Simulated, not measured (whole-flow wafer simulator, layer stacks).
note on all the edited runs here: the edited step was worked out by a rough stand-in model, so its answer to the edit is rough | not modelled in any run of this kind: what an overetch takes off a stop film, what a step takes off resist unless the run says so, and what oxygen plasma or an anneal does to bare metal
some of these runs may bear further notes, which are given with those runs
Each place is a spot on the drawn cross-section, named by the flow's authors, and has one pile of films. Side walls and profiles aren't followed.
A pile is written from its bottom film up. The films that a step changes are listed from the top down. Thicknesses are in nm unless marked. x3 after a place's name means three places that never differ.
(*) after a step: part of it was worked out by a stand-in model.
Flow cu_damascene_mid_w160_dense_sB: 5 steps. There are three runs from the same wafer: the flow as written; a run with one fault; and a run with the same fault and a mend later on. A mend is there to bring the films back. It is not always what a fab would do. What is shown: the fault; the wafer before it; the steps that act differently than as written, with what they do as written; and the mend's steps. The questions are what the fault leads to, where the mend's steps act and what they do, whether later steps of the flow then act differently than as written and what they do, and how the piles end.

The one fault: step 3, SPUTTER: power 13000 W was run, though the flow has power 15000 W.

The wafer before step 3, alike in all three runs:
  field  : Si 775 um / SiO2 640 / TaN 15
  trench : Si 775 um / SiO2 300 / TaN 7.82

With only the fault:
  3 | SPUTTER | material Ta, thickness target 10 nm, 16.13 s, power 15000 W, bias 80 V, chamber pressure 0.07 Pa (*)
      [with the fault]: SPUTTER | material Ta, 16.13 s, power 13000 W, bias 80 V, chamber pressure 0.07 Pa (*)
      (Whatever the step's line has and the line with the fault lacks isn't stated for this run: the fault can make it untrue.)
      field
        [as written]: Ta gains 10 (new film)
        [with the fault]: Ta gains 8.67 (new film)
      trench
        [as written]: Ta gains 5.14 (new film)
        [with the fault]: Ta gains 4.37 (new film)
  Later steps of the flow that are run all act as written at every place that is followed, up to a difference of at most 2% or 0.5 nm, whichever is larger.
  At field, trench, the piles at the end differ from the flow's by more than 2% or 0.5 nm, whichever is larger.
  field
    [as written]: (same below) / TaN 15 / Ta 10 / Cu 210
    [with the fault]: (same below) / TaN 15 / Ta 8.67 / Cu 210
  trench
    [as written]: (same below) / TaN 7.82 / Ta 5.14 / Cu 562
    [with the fault]: (same below) / TaN 7.82 / Ta 4.37 / Cu 561.5

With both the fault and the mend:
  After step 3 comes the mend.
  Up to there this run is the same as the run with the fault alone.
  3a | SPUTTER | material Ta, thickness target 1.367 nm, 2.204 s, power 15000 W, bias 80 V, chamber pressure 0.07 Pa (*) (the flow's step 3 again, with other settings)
      field
        Ta gains 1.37
      trench
        Ta gains 0.69
  Later steps of the flow that are run all act as written at every place that is followed, up to a difference of at most 2% or 0.5 nm, whichever is larger.
  At the end the piles are close to the flow's at the places that both follow, differing by at most 2% or 0.5 nm, whichever is larger.
